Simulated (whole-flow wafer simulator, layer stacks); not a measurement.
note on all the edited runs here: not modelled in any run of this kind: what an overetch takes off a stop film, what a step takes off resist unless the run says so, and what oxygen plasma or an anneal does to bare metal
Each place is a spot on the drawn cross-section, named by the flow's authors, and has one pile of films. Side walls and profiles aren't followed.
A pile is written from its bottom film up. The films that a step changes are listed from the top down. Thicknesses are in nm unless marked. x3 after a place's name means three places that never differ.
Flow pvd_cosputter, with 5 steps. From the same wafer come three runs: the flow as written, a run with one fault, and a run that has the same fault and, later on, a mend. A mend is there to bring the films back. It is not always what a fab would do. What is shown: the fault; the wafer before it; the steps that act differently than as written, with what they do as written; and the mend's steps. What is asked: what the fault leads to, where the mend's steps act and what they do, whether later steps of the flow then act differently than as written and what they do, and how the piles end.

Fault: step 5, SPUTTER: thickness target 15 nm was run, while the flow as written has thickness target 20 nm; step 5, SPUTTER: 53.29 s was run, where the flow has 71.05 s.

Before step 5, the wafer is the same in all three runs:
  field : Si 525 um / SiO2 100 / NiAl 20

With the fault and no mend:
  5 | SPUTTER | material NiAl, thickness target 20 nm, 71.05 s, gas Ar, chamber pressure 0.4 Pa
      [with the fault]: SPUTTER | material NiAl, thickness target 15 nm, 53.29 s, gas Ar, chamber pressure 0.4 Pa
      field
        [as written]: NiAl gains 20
        [with the fault]: NiAl gains 15
  None of the later steps of the flow acts differently than as written at any place that is followed.
  By the end, the piles at field depart from the flow's by more than 2% or 0.5 nm, whichever is larger.
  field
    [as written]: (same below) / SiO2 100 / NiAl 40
    [with the fault]: (same below) / SiO2 100 / NiAl 35

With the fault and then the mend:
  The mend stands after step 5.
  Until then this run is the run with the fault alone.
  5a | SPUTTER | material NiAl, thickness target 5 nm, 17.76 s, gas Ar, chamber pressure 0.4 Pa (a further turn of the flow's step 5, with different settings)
      field
        NiAl gains 5
  None of the later steps of the flow acts differently than as written at any place that is followed.
  By the end, the piles equal the flow's at every place that both follow.
